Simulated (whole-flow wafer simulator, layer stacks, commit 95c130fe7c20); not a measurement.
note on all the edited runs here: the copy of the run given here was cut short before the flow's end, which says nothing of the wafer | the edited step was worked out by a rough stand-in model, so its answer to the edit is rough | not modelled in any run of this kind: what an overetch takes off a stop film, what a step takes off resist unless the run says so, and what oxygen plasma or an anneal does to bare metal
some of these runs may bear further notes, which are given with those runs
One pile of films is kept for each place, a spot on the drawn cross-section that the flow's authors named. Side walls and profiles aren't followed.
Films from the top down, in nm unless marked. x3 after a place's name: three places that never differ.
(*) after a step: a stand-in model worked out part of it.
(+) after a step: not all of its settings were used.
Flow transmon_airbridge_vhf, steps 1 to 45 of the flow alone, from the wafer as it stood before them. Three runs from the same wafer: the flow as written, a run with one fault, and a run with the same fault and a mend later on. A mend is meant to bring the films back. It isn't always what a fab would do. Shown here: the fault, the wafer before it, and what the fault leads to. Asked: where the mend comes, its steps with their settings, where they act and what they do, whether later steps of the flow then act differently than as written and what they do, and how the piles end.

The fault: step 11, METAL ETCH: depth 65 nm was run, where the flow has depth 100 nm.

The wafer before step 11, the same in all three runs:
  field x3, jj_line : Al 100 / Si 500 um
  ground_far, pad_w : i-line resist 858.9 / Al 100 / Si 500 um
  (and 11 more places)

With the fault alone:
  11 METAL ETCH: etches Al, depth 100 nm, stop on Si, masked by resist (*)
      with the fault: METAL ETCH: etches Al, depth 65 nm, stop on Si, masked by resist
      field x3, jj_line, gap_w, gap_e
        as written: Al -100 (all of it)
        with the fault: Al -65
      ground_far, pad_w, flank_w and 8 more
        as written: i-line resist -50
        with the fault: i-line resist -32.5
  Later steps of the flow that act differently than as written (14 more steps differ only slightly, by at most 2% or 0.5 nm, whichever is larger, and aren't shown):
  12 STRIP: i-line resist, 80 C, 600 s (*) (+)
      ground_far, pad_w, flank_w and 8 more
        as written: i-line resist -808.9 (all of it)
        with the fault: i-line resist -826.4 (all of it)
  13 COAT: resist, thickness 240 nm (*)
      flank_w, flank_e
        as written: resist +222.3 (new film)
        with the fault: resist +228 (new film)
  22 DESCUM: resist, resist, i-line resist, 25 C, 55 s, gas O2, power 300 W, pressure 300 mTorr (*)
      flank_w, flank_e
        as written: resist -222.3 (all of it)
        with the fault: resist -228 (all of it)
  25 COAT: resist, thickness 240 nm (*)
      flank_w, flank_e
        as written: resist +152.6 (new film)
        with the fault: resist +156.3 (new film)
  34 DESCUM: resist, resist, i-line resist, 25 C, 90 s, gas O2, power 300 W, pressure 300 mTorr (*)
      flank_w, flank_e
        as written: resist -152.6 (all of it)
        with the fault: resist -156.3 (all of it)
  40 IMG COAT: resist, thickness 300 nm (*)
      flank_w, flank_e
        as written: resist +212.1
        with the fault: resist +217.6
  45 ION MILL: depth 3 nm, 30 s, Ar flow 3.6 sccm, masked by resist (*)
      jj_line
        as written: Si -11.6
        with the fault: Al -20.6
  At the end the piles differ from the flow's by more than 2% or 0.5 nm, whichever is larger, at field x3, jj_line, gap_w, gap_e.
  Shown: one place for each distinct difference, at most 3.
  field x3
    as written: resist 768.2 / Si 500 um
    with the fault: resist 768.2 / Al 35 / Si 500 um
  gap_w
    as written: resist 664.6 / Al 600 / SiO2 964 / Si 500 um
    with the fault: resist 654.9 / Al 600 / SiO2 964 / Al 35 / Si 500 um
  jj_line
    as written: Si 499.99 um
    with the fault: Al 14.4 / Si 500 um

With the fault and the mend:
  The mend comes after step 11.
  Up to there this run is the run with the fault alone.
  11a METAL ETCH: etches Al, depth 35 nm, stop on Si, masked by resist (*) (the flow's step 11 once more, with other settings)
      ground_far, pad_w, flank_w and 8 more
        i-line resist -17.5
      field x3, jj_line, gap_w, gap_e
        Al -35 (all of it)
  No later step of the flow acts differently than as written at any place that is followed.
  At the end the piles are the same as the flow's at every place that both follow.
